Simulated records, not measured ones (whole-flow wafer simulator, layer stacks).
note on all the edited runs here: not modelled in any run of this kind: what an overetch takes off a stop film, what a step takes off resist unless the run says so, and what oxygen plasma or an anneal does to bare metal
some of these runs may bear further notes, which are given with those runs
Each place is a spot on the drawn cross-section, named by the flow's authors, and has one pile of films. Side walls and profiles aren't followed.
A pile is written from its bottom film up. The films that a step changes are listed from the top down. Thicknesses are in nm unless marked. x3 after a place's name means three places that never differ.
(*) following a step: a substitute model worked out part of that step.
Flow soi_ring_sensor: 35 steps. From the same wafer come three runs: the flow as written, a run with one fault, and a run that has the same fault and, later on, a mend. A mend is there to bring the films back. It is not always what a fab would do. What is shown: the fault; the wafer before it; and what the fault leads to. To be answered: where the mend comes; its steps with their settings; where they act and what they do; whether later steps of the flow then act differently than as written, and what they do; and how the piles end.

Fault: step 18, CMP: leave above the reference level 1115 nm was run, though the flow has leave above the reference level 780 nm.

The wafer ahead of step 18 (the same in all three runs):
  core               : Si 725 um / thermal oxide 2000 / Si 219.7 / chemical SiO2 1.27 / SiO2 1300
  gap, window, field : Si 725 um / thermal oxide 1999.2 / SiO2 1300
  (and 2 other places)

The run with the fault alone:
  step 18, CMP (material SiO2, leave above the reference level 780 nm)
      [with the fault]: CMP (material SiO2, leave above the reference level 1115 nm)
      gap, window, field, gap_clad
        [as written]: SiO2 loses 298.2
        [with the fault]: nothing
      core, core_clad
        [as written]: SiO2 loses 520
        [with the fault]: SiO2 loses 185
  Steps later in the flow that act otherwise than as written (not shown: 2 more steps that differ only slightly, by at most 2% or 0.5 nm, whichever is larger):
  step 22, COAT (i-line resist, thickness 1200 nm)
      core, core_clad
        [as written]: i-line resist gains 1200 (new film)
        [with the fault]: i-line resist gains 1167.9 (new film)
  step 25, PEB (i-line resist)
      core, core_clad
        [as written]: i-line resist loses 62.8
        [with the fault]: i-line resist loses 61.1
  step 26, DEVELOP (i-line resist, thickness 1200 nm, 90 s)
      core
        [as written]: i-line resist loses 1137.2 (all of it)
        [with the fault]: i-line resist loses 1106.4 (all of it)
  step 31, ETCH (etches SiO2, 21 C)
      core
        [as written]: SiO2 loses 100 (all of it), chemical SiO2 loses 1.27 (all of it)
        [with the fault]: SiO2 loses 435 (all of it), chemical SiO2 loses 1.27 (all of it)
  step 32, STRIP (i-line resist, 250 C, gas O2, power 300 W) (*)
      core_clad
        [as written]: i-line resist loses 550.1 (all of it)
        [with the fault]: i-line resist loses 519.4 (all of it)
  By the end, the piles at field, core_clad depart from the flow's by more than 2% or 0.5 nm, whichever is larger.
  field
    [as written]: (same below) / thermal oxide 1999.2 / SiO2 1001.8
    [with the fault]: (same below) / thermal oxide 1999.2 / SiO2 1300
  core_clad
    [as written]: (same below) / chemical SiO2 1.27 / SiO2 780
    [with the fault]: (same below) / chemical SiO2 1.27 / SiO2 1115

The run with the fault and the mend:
  After step 27 comes the mend.
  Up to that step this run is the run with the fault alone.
  step 27a, STRIP (i-line resist, 250 C, gas O2, power 300 W) (*)
      field
        i-line resist loses 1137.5 (all of it)
      core_clad
        i-line resist loses 1106.4 (all of it)
      gap_clad
        i-line resist loses 1141.5 (all of it)
  step 27b, CMP (material SiO2, leave above the reference level 780 nm) (the flow's step 18 again)
      gap, window, field, gap_clad
        SiO2 loses 298.2
      core, core_clad
        SiO2 loses 335
  step 27c, HMDS (120 C, 60 s) (the flow's step 21 again)
      alters no film at any place that is followed
  step 27d, COAT (i-line resist, thickness 1200 nm) (the flow's step 22 again)
      core, gap, window, field, core_clad, gap_clad
        i-line resist gains 1200 (new film)
  step 27e, SOFTBAKE (i-line resist) (the flow's step 23 again)
      alters no film at any place that is followed
  step 27f, EXPOSE (photomask WINDOW, dose 101 mJ/cm2, NA 0.5, wavelength 365 nm) (*) (the flow's step 24 again)
      alters no film at any place that is followed
  step 27g, PEB (i-line resist) (the flow's step 25 again)
      core, gap, window, field, core_clad, gap_clad
        i-line resist loses 62.8
  step 27h, DEVELOP (i-line resist, thickness 1200 nm, 90 s) (the flow's step 26 again)
      core, gap, window
        i-line resist loses 1137.2 (all of it)
      field, core_clad, gap_clad
        i-line resist loses 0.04
  Later steps of the flow that are run all act as written at every place that is followed.
  By the end, the piles equal the flow's at every place that both follow.
